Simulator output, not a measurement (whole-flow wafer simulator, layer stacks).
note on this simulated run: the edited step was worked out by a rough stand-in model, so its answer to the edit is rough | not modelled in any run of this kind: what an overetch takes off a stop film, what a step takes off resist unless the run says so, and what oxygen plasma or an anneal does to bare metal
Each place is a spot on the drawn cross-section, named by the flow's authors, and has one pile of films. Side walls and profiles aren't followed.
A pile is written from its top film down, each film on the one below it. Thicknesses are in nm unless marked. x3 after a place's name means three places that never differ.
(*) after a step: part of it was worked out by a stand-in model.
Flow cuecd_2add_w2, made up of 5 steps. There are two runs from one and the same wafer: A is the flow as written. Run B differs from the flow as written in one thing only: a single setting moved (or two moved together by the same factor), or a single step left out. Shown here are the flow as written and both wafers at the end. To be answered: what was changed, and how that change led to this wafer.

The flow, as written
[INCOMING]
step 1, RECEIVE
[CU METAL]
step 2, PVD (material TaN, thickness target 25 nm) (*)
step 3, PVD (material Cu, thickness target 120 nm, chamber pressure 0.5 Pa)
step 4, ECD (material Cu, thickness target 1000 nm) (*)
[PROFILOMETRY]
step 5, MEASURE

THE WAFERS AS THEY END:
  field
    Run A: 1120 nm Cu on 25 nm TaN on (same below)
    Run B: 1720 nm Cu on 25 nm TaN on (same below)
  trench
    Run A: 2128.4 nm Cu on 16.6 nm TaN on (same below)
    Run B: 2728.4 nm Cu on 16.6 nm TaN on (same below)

The reason: step 4, ECD: thickness target 1600 nm was run, while the flow as written has thickness target 1000 nm.

The path from the change to this, step by step:
  step 4, ECD (material Cu, thickness target 1000 nm) (*)
      field: A +1000 Cu | B +1600 Cu
      trench: A +2047.6 Cu | B +2647.6 Cu
